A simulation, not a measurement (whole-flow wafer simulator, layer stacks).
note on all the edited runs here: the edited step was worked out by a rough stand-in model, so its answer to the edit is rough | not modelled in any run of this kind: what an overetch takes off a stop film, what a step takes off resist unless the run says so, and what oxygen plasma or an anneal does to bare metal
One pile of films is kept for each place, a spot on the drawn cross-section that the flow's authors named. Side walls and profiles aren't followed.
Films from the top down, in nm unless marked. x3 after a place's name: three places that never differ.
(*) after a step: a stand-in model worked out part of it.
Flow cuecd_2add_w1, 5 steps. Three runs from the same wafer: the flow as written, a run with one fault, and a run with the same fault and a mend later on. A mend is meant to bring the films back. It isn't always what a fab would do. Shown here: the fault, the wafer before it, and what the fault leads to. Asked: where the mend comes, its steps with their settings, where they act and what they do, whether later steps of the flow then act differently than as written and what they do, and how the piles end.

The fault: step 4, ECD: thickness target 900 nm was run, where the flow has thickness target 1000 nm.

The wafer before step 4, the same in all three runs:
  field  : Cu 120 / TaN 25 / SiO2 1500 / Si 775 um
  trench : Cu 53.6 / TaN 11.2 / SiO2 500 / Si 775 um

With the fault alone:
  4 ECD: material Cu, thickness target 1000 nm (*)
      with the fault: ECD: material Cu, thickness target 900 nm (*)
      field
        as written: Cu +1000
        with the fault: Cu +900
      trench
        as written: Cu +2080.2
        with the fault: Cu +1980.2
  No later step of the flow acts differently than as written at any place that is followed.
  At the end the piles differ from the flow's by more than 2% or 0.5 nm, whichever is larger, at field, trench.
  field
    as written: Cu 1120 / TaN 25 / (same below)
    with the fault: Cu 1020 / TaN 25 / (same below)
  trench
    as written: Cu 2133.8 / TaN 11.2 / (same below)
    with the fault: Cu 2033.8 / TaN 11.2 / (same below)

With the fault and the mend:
  The mend comes after step 5.
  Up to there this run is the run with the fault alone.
  5a ECD: material Cu, thickness target 100 nm (the flow's step 4 once more, with other settings)
      field, trench
        Cu +100
  No later step of the flow acts differently than as written at any place that is followed.
  At the end the piles are the same as the flow's at every place that both follow.
